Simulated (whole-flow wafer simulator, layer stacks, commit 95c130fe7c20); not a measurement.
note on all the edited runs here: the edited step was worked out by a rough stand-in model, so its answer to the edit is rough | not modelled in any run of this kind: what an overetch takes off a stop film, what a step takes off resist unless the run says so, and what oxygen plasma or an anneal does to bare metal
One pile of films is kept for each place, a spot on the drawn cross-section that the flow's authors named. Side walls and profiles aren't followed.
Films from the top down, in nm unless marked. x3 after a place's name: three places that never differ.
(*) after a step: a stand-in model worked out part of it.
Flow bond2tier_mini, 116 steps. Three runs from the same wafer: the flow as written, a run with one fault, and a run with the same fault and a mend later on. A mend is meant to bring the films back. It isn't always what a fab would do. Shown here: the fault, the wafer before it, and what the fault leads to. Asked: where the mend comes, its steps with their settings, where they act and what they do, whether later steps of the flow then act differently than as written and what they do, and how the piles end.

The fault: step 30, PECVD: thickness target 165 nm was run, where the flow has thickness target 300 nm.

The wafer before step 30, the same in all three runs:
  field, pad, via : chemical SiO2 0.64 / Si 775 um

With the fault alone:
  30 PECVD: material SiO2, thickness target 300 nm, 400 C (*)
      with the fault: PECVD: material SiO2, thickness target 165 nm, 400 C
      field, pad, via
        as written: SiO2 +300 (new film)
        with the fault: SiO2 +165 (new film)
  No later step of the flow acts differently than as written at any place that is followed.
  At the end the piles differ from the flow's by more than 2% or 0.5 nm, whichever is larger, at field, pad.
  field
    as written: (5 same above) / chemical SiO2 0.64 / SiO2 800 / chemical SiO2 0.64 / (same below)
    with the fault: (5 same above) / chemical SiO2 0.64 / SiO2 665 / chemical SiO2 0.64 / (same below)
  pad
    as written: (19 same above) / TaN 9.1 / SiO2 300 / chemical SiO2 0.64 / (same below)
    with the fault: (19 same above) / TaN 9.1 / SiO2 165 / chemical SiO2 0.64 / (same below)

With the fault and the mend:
  The mend comes after step 30.
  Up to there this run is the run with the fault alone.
  30a PECVD: material SiO2, thickness target 135 nm, 400 C (the flow's step 30 once more, with other settings)
      field, pad, via
        SiO2 +135
  No later step of the flow acts differently than as written at any place that is followed.
  At the end the piles are the same as the flow's at every place that both follow.
